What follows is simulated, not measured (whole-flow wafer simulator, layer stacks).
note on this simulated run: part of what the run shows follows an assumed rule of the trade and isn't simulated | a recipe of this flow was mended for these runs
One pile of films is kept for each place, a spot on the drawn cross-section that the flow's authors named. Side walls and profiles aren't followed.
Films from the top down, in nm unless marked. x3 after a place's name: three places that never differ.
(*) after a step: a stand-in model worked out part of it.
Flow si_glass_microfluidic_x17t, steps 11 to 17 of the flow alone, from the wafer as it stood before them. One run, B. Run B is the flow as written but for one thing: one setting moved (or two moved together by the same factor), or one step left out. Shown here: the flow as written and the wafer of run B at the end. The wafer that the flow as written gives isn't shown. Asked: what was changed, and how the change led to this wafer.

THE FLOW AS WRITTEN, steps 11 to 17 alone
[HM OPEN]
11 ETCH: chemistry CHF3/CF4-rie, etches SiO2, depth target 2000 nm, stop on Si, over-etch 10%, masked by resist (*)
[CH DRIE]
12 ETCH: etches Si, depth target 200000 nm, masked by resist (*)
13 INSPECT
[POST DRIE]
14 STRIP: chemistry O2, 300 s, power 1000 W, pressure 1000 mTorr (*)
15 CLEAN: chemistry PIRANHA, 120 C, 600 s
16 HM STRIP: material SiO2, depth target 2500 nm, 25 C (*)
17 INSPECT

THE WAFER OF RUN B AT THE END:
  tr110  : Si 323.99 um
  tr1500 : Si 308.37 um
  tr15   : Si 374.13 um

The cause: step 11, ETCH: depth target 1856 nm was run, where the flow has depth target 2000 nm.

How the change led to this, step by step:
  11 ETCH: chemistry CHF3/CF4-rie, etches SiO2, depth target 2000 nm, stop on Si, over-etch 10%, masked by resist (*)
      tr110, tr1500, tr15: SiO2 -2000 (all of it), Si -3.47 (as written it would be: SiO2 -2000 (all of it), Si -16.7)
      land: thick-i-line-resist -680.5 (as written it would be: thick-i-line-resist -733.3)
  12 ETCH: etches Si, depth target 200000 nm, masked by resist (*)
      tr1500: Si -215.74 um (as written it would be: Si -215.73 um)
      tr15: Si -149.98 um (as written it would be: Si -149.99 um)
  14 STRIP: chemistry O2, 300 s, power 1000 W, pressure 1000 mTorr (*)
      land: thick-i-line-resist -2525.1 (all of it) (as written it would be: thick-i-line-resist -2472.3 (all of it))
